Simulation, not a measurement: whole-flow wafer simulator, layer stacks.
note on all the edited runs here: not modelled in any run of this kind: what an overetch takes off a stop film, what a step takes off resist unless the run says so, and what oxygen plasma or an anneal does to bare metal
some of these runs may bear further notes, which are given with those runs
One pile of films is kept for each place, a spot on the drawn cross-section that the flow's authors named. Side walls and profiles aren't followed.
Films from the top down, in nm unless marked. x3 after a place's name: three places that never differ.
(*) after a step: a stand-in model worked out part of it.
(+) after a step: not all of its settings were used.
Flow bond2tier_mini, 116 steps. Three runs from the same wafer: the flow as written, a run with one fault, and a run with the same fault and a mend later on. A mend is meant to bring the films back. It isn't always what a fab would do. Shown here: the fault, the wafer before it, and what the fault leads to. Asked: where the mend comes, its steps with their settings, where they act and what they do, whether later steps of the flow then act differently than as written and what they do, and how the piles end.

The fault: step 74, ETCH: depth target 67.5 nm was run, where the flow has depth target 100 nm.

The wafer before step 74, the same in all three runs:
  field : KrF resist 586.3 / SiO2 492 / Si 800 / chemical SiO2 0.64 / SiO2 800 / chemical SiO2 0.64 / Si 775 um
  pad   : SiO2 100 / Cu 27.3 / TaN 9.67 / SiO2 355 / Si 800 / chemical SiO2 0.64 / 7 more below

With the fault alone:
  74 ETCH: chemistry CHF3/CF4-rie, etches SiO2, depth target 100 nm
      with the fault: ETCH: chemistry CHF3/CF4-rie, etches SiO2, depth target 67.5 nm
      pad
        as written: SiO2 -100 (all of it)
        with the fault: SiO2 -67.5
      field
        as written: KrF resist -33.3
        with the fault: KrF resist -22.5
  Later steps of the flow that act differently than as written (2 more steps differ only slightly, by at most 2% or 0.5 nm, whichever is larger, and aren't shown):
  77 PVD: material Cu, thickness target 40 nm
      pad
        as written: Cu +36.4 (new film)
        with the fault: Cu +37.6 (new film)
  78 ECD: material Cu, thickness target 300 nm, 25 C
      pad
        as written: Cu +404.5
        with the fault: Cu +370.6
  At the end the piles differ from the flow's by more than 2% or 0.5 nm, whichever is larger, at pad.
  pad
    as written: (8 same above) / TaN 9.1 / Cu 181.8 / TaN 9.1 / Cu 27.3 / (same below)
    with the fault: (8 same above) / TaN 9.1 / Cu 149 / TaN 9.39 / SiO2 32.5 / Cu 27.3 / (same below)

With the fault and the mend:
  The mend comes after step 75.
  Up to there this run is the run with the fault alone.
  75a COAT: KrF resist, thickness 600 nm (*) (the flow's step 69 once more)
      field
        KrF resist +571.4 (new film)
      pad
        KrF resist +629.8 (new film)
  75b SOFTBAKE: KrF resist (the flow's step 70 once more)
      changes no film at any place that is followed
  75c EXPOSE: photomask T2PAD, NA 0.6 (the flow's step 71 once more)
      changes no film at any place that is followed
  75d PEB: KrF resist (the flow's step 72 once more)
      changes no film at any place that is followed
  75e DEVELOP: developer TMAH-0.26N, 60 s (the flow's step 73 once more)
      field
        KrF resist -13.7
      pad
        KrF resist -629.8 (all of it)
  75f ETCH: chemistry CHF3/CF4-rie, etches SiO2, depth target 32.5 nm (the flow's step 74 once more, with other settings)
      field
        KrF resist -10.8
      pad
        SiO2 -32.5 (all of it)
  75g STRIP: chemistry O2, over-ash 100% (+) (the flow's step 75 once more)
      field
        KrF resist -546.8 (all of it)
  No later step of the flow acts differently than as written at any place that is followed.
  At the end the piles are the same as the flow's at every place that both follow.
